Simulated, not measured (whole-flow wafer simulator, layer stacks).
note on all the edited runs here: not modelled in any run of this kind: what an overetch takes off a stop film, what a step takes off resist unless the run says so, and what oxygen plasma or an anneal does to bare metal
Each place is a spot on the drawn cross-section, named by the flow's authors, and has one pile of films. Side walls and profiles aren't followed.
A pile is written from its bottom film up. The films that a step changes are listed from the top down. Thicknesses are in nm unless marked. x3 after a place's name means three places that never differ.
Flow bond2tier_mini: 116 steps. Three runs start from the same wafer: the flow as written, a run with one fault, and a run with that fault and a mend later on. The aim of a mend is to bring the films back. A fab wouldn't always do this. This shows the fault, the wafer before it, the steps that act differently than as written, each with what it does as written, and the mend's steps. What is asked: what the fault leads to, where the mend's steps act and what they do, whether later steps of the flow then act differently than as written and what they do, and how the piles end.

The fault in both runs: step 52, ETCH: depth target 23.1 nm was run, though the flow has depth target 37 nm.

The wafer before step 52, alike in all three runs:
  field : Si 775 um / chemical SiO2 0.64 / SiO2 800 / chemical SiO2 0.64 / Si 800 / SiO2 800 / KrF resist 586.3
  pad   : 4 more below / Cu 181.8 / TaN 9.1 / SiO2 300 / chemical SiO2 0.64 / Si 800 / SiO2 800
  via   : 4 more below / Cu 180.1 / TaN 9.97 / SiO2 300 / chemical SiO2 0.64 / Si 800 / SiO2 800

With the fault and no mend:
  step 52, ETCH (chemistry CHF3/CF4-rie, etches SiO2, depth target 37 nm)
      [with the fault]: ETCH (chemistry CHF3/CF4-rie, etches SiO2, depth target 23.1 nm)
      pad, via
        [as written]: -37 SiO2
        [with the fault]: -23.1 SiO2
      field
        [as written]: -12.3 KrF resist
        [with the fault]: -7.7 KrF resist
  Steps further on in the flow that do not act as written (not shown: 7 more steps that differ only slightly, by at most 2% or 0.5 nm, whichever is larger):
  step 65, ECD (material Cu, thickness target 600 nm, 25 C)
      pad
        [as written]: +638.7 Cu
        [with the fault]: +624.1 Cu
  The piles end different from the flow's at pad by more than 2% or 0.5 nm, whichever is larger.
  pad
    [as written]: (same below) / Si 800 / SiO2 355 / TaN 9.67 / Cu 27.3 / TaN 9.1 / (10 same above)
    [with the fault]: (same below) / Si 800 / SiO2 368.9 / TaN 9.8 / Cu 13.3 / TaN 9.1 / (10 same above)

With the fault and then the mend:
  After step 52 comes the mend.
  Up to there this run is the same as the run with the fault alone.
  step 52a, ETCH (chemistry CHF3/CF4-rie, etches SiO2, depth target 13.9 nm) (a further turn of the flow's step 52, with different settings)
      pad, via
        -13.9 SiO2
      field
        -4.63 KrF resist
  None of the later steps of the flow acts differently than as written at any place that is followed.
  By the end, the piles equal the flow's at every place that both follow.
